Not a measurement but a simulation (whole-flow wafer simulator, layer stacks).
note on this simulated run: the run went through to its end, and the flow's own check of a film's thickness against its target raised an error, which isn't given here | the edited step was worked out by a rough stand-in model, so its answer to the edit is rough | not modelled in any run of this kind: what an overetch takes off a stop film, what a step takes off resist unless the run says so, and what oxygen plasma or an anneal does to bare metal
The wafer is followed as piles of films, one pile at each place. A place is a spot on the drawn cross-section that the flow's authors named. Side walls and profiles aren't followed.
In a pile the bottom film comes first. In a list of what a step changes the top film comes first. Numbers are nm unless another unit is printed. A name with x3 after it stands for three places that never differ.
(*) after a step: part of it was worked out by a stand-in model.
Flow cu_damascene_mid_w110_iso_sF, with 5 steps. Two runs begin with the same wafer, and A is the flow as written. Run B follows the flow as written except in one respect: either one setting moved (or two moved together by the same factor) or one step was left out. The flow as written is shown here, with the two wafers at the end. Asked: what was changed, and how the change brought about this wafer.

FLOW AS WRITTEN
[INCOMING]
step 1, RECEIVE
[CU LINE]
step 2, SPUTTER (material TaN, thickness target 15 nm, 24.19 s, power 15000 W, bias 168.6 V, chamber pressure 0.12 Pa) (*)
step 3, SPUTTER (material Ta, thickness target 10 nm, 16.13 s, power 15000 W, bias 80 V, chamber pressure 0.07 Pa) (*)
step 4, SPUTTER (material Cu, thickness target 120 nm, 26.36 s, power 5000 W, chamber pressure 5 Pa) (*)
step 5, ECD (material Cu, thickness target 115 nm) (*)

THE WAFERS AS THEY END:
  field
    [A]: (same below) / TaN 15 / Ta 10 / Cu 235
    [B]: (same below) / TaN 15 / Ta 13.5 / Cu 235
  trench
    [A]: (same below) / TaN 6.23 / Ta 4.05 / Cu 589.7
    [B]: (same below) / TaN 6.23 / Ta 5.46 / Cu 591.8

The reason: step 3, SPUTTER: thickness target 13.5 nm was run, while the flow as written has thickness target 10 nm; step 3, SPUTTER: 21.78 s was run, where the flow has 16.13 s.
The wafer itself shows it: field has Ta 13.5, and step 3 as written asks for 10 nm.

How this came from the change, step by step:
  step 3, SPUTTER (material Ta, thickness target 10 nm, 16.13 s, power 15000 W, bias 80 V, chamber pressure 0.07 Pa) (*)
      field: A +10 Ta (new film) | B +13.5 Ta (new film)
      trench: A +4.05 Ta (new film) | B +5.46 Ta (new film)
